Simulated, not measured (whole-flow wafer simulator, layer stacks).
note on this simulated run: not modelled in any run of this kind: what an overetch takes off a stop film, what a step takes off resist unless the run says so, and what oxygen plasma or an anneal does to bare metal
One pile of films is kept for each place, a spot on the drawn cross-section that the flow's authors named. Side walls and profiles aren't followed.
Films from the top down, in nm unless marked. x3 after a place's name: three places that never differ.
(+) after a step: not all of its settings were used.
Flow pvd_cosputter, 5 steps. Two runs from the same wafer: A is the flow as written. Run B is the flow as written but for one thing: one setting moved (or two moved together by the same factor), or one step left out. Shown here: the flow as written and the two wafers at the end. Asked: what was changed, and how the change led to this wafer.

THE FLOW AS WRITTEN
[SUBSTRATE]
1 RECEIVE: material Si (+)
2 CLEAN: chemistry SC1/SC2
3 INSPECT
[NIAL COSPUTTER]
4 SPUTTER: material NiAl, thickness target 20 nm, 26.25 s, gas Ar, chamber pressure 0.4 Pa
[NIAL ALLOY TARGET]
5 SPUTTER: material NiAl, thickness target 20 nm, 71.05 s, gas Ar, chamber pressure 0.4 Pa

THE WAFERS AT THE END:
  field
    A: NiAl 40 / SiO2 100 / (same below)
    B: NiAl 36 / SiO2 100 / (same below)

The cause: step 5, SPUTTER: thickness target 16 nm was run, where the flow has thickness target 20 nm.

How the change led to this, step by step:
  5 SPUTTER: material NiAl, thickness target 20 nm, 71.05 s, gas Ar, chamber pressure 0.4 Pa
      field: A NiAl +20 | B NiAl +16
